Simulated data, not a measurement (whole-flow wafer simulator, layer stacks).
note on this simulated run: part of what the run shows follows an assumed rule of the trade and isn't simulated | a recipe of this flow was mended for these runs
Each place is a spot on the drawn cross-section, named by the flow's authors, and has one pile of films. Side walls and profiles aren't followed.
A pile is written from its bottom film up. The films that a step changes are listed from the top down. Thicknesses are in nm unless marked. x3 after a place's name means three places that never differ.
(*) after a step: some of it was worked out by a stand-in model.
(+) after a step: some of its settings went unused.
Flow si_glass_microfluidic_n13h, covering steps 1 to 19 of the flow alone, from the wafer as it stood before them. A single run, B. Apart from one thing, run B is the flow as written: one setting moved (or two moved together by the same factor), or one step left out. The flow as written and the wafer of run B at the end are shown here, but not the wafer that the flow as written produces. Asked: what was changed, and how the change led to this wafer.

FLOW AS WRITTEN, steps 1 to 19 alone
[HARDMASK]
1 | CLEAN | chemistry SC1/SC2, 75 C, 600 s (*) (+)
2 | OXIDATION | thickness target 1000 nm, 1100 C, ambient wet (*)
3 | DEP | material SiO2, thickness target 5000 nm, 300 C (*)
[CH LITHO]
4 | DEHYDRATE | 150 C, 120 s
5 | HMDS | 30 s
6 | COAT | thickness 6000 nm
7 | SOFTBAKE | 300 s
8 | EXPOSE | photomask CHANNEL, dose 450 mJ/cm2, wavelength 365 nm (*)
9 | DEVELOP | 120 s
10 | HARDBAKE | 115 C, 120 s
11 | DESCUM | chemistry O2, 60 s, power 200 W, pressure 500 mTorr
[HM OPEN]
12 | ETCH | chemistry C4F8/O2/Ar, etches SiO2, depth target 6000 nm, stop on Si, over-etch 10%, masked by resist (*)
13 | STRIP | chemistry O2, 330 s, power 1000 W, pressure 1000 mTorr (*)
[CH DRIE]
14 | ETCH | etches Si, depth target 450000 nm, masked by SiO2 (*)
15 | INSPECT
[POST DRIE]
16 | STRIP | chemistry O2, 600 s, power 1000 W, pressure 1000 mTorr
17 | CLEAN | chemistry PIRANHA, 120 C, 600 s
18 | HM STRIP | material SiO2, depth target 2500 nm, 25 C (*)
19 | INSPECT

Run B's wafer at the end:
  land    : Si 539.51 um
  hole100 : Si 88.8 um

The reason: step 2, OXIDATION: 1135 C was run, while the flow as written has 1100 C.

The path from the change to this, step by step:
  2 | OXIDATION | thickness target 1000 nm, 1100 C, ambient wet (*)
      land, hole100: +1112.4 SiO2 (new film), -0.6 chemical SiO2 (all of it), -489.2 Si (in the flow as written it would be: +1000 SiO2 (new film), -0.6 chemical SiO2 (all of it), -439.7 Si)
  12 | ETCH | chemistry C4F8/O2/Ar, etches SiO2, depth target 6000 nm, stop on Si, over-etch 10%, masked by resist (*)
      hole100: -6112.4 SiO2 (all of it), -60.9 Si (in the flow as written it would be: -6000 SiO2 (all of it), -75 Si)
  18 | HM STRIP | material SiO2, depth target 2500 nm, 25 C (*)
      land: -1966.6 SiO2 (all of it) (in the flow as written it would be: -1854.4 SiO2 (all of it))
